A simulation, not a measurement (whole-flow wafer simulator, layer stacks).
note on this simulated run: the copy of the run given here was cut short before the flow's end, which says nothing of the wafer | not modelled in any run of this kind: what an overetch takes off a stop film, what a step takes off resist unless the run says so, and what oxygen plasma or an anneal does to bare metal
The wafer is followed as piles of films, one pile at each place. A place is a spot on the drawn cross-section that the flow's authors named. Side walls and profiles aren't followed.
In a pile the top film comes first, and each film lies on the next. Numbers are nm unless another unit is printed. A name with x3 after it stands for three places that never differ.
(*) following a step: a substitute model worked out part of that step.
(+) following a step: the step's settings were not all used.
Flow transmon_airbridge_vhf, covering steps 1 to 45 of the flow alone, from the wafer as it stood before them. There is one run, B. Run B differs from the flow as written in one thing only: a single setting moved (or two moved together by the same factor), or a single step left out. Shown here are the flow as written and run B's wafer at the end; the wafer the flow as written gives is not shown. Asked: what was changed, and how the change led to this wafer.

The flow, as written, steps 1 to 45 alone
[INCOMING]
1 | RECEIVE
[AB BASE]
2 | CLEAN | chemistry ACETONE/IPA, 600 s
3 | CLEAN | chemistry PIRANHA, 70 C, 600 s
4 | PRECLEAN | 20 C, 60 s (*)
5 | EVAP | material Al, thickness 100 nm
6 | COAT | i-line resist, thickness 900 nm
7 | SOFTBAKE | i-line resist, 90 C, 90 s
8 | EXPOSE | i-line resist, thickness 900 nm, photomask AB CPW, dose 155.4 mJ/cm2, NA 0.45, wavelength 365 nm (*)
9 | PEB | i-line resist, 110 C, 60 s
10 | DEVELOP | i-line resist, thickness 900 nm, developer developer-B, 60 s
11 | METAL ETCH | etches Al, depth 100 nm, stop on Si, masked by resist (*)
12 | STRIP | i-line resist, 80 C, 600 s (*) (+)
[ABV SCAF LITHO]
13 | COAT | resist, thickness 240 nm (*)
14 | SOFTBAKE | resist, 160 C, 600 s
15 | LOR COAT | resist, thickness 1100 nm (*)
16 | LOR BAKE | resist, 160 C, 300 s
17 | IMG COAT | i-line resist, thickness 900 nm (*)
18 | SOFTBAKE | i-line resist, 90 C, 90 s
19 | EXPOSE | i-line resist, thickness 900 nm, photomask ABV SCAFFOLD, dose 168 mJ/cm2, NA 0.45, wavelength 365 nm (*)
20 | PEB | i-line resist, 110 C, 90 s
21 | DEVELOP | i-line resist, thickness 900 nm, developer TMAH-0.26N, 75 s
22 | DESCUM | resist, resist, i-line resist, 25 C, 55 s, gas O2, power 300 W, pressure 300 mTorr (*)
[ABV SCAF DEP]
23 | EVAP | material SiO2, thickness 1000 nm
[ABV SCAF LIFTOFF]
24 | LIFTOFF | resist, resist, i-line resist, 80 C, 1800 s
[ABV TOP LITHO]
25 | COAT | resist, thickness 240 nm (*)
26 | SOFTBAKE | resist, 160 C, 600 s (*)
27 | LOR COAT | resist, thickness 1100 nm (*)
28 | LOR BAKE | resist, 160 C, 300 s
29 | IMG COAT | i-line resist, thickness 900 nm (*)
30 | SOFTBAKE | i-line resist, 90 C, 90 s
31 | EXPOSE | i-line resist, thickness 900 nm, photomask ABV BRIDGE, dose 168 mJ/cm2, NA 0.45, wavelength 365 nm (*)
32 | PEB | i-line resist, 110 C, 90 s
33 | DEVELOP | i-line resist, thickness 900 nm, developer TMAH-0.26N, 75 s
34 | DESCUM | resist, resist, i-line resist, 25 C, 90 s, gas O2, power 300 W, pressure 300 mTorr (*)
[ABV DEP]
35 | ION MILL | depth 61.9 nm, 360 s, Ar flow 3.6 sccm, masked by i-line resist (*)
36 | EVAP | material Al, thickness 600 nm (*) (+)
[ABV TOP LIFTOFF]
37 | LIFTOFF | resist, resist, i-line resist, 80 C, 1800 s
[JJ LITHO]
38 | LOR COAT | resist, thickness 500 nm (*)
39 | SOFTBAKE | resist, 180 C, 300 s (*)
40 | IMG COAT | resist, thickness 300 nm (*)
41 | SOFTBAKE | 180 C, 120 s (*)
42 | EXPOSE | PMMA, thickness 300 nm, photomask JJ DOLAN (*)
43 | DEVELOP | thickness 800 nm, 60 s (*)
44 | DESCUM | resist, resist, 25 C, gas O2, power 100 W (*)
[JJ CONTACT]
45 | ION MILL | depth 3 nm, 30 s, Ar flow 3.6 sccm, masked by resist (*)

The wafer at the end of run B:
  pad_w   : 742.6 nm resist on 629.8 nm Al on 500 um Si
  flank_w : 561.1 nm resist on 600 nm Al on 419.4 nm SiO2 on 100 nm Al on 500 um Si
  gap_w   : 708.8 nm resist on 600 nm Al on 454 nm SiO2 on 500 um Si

The reason: step 23, EVAP: thickness 490 nm was run, while the flow as written has thickness 1000 nm.

How this came from the change, step by step:
  23 | EVAP | material SiO2, thickness 1000 nm
      field x3, jj_line, ground_far and 10 more: +490 SiO2 (new film) (in the flow as written it would be: +1000 SiO2 (new film))
      flank_w, flank_e: +455.4 SiO2 (new film) (in the flow as written it would be: +929.3 SiO2 (new film))
  24 | LIFTOFF | resist, resist, i-line resist, 80 C, 1800 s
      field x3, jj_line, trace_open_s x2: -490 SiO2 (all of it), -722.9 i-line resist (all of it), -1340 resist (all of it) (in the flow as written it would be: -1000 SiO2 (all of it), -722.9 i-line resist (all of it), -1340 resist (all of it))
      pad_w, pad_e: -490 SiO2 (all of it), -718 i-line resist (all of it), -1330.2 resist (all of it) (in the flow as written it would be: -1000 SiO2 (all of it), -718 i-line resist (all of it), -1330.2 resist (all of it))
      (also at 1 further place)
  25 | COAT | resist, thickness 240 nm (*)
      flank_w, flank_e: +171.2 resist (new film) (in the flow as written it would be: +152.6 resist (new film))
      gap_w, gap_e: +232.2 resist (new film) (in the flow as written it would be: +210.7 resist (new film))
      (also at 6 further places)
  27 | LOR COAT | resist, thickness 1100 nm (*)
      gap_w, gap_e: +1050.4 resist (in the flow as written it would be: +977.8 resist)
      margin_s, margin_n: +954.6 resist (in the flow as written it would be: +823.4 resist)
      (also at 6 further places)
  29 | IMG COAT | i-line resist, thickness 900 nm (*)
      gap_w, gap_e: +807 i-line resist (new film) (in the flow as written it would be: +681.7 i-line resist (new film))
      margin_s, margin_n: +762.9 i-line resist (new film) (in the flow as written it would be: +603.2 i-line resist (new film))
      (also at 7 further places)
  32 | PEB | i-line resist, 110 C, 90 s
      pad_w, pad_e: -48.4 i-line resist (in the flow as written it would be: -51 i-line resist)
      flank_w, flank_e: -43.2 i-line resist (in the flow as written it would be: -38.3 i-line resist)
      (also at 7 further places)
  33 | DEVELOP | i-line resist, thickness 900 nm, developer TMAH-0.26N, 75 s
      gap_w, gap_e: -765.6 i-line resist (all of it), -1050.4 resist (in the flow as written it would be: -646.9 i-line resist (all of it), -977.8 resist)
      pad_w: -892.4 i-line resist (all of it), -1167.1 resist (in the flow as written it would be: -937.2 i-line resist (all of it), -1247.8 resist)
      (also at 5 further places)
  34 | DESCUM | resist, resist, i-line resist, 25 C, 90 s, gas O2, power 300 W, pressure 300 mTorr (*)
      flank_w, flank_e: -171.2 resist (all of it) (in the flow as written it would be: -152.6 resist (all of it))
      gap_w, gap_e: -232.2 resist (all of it) (in the flow as written it would be: -210.7 resist (all of it))
      (also at 4 further places)
  37 | LIFTOFF | resist, resist, i-line resist, 80 C, 1800 s
      margin_s, margin_n: -600 Al (all of it), -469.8 i-line resist (all of it), -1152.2 resist (all of it) (in the flow as written it would be: -600 Al (all of it), -318.3 i-line resist (all of it), -992 resist (all of it))
      ground_far: -600 Al (all of it), -654.3 i-line resist (all of it), -1365.3 resist (all of it) (in the flow as written it would be: -600 Al (all of it), -717.9 i-line resist (all of it), -1384.9 resist (all of it))
  38 | LOR COAT | resist, thickness 500 nm (*)
      pad_w, pad_e: +487.8 resist (new film) (in the flow as written it would be: +517 resist (new film))
      flank_w, flank_e: +366.7 resist (new film) (in the flow as written it would be: +306.5 resist (new film))
      (also at 6 further places)
  40 | IMG COAT | resist, thickness 300 nm (*)
      pad_w, pad_e: +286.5 resist (in the flow as written it would be: +300.1 resist)
      flank_w, flank_e: +226.2 resist (in the flow as written it would be: +212.1 resist)
      (also at 6 further places)
